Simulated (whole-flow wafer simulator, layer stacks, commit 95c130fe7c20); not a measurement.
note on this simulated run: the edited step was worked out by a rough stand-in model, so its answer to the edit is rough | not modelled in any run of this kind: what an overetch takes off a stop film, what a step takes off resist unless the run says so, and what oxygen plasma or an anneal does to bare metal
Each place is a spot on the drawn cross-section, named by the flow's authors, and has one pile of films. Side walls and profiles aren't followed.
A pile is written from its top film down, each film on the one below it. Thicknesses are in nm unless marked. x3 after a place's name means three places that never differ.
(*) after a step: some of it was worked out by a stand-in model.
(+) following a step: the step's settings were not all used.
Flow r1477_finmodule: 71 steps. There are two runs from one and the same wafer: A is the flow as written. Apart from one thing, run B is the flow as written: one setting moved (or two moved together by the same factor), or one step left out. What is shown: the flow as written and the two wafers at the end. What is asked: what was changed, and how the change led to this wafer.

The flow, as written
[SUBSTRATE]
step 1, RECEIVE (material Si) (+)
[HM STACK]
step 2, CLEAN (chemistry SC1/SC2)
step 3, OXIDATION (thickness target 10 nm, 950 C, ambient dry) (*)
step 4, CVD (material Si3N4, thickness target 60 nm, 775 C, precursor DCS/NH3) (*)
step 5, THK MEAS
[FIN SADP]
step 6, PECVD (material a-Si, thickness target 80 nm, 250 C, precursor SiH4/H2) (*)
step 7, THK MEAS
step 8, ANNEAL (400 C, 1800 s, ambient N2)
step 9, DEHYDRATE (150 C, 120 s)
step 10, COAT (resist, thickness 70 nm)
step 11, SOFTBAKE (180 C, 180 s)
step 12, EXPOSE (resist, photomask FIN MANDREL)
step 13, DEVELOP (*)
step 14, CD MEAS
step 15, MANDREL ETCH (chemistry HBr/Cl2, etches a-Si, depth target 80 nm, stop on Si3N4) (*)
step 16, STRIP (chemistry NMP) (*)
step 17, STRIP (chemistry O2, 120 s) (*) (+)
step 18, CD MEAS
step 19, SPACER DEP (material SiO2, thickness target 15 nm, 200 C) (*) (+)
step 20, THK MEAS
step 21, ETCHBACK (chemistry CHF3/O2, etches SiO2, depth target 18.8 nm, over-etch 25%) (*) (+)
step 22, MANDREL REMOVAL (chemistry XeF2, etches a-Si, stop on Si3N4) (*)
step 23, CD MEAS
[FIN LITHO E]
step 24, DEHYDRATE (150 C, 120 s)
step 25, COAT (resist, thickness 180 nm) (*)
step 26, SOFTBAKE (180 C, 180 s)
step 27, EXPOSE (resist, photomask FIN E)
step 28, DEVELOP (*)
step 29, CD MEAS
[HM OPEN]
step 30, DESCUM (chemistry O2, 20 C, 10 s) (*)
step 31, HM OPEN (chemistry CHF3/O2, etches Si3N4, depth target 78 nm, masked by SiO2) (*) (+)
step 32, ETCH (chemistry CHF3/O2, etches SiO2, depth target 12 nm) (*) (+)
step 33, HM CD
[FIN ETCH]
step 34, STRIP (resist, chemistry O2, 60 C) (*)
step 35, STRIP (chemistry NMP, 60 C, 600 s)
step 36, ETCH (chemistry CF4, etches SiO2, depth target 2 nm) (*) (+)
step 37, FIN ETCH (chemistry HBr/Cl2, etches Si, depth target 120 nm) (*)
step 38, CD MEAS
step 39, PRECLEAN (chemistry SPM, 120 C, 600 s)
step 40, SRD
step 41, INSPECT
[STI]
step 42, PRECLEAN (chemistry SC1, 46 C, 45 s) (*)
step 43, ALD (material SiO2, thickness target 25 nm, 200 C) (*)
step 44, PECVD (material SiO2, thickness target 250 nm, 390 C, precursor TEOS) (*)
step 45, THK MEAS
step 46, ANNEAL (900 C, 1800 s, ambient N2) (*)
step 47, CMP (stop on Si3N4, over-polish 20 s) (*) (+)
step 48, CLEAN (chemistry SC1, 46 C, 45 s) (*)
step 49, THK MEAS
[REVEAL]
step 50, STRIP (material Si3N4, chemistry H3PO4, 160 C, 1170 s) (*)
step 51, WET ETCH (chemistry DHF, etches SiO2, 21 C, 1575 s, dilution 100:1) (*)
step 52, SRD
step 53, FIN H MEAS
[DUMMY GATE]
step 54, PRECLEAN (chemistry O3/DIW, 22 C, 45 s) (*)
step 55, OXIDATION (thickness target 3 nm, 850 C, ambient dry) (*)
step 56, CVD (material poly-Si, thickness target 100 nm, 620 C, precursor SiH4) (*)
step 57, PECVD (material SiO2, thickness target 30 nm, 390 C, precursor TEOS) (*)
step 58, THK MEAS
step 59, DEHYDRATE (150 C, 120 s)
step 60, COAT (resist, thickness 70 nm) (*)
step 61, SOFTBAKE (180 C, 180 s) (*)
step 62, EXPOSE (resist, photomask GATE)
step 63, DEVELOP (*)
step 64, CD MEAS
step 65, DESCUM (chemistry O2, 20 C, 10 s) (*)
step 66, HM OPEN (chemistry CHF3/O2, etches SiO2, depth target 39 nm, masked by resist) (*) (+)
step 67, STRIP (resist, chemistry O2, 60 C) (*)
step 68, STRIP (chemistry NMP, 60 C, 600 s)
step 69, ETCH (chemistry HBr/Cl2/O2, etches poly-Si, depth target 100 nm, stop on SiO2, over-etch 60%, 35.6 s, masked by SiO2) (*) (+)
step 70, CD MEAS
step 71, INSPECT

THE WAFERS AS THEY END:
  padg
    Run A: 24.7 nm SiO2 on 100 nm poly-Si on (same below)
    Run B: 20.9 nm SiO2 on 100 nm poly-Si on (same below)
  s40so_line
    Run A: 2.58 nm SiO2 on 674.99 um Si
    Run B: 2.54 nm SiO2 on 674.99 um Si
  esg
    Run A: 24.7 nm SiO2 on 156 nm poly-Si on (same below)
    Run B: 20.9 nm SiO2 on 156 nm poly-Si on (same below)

Cause: step 57, PECVD: thickness target 26.2 nm was run, though the flow has thickness target 30 nm.

How this came from the change, step by step:
  step 57, PECVD (material SiO2, thickness target 30 nm, 390 C, precursor TEOS) (*)
      pad, padg, elg and 33 more: A +30 SiO2 (new film) | B +26.2 SiO2 (new film)
  step 66, HM OPEN (chemistry CHF3/O2, etches SiO2, depth target 39 nm, masked by resist) (*) (+)
      pad, elo, eso and 15 more: A -30 SiO2 (all of it), -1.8 poly-Si | B -26.2 SiO2 (all of it), -2.56 poly-Si
